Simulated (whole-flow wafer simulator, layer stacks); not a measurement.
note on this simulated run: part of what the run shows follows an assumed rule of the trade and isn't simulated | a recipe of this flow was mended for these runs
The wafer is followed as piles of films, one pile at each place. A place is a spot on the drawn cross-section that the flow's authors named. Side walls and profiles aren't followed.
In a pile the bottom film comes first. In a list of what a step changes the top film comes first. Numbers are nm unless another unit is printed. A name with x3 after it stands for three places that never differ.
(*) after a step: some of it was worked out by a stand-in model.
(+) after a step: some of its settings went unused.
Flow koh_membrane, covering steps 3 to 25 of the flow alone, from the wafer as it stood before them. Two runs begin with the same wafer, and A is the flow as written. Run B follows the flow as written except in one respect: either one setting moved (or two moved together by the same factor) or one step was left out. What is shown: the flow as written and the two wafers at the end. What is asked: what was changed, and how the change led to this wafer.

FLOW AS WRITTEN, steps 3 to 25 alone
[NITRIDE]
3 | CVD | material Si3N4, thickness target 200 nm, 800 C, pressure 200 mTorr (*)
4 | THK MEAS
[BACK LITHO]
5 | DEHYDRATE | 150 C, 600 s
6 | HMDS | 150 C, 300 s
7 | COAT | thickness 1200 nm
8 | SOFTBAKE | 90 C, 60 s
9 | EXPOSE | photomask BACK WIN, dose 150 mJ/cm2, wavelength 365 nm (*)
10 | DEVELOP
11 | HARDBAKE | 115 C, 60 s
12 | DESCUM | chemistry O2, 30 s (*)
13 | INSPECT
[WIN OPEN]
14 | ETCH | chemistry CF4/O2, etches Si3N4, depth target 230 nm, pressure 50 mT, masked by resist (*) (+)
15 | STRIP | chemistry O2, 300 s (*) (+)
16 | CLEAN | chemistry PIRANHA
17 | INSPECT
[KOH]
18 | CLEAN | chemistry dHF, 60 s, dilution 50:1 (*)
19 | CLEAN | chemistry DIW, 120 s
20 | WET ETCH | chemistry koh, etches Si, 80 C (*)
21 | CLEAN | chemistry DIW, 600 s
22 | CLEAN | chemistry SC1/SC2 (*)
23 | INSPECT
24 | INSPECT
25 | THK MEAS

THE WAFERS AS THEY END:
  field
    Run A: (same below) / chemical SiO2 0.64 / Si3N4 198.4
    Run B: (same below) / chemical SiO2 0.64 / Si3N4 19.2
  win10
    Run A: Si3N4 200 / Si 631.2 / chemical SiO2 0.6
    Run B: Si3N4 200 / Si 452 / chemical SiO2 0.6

Cause: step 3, CVD: 680 C was run, though the flow has 800 C.

How this came from the change, step by step:
  3 | CVD | material Si3N4, thickness target 200 nm, 800 C, pressure 200 mTorr (*)
      field, win20 x4, win10: A +200 Si3N4 (new film) | B +20.8 Si3N4 (new film)
  14 | ETCH | chemistry CF4/O2, etches Si3N4, depth target 230 nm, pressure 50 mT, masked by resist (*) (+)
      win20 x4, win10: A -200 Si3N4 (all of it), -0.64 chemical SiO2 (all of it), -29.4 Si | B -20.8 Si3N4 (all of it), -0.64 chemical SiO2 (all of it), -208.5 Si
  20 | WET ETCH | chemistry koh, etches Si, 80 C (*)
      win20 x4: A -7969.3 Si (all of it) | B -7790.1 Si (all of it)
